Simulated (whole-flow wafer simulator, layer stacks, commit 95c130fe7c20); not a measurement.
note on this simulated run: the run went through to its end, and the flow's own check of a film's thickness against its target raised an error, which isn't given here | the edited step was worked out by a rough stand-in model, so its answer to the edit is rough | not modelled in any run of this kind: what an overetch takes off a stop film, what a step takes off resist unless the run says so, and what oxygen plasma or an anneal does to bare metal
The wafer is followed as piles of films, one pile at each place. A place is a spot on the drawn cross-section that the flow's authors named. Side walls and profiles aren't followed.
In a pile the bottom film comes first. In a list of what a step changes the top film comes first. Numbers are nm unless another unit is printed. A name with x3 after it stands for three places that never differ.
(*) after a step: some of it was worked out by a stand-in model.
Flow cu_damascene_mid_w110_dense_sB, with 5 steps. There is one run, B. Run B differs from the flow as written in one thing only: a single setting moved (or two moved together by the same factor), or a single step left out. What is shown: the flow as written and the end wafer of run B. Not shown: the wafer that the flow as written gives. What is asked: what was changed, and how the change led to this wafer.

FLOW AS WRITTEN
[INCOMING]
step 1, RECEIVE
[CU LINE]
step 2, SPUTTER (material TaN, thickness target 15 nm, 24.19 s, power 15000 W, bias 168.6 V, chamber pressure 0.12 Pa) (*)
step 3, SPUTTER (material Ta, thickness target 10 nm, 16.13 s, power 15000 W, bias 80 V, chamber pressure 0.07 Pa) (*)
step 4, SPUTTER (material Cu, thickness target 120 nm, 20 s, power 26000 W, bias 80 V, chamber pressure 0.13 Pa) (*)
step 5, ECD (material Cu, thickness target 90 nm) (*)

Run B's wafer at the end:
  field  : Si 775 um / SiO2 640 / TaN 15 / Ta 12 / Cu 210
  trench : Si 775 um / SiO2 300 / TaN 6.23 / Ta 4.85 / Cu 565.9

Cause: step 3, SPUTTER: thickness target 12 nm was run, while the flow as written has thickness target 10 nm; step 3, SPUTTER: 19.36 s was run, where the flow has 16.13 s.
The wafer lets one read it off: field has Ta 12, and step 3 as written asks for 10 nm.

Step by step, how the change led to this:
  step 3, SPUTTER (material Ta, thickness target 10 nm, 16.13 s, power 15000 W, bias 80 V, chamber pressure 0.07 Pa) (*)
      field: Ta gains 12 (new film) (it would be, as written: Ta gains 10 (new film))
      trench: Ta gains 4.85 (new film) (it would be, as written: Ta gains 4.05 (new film))
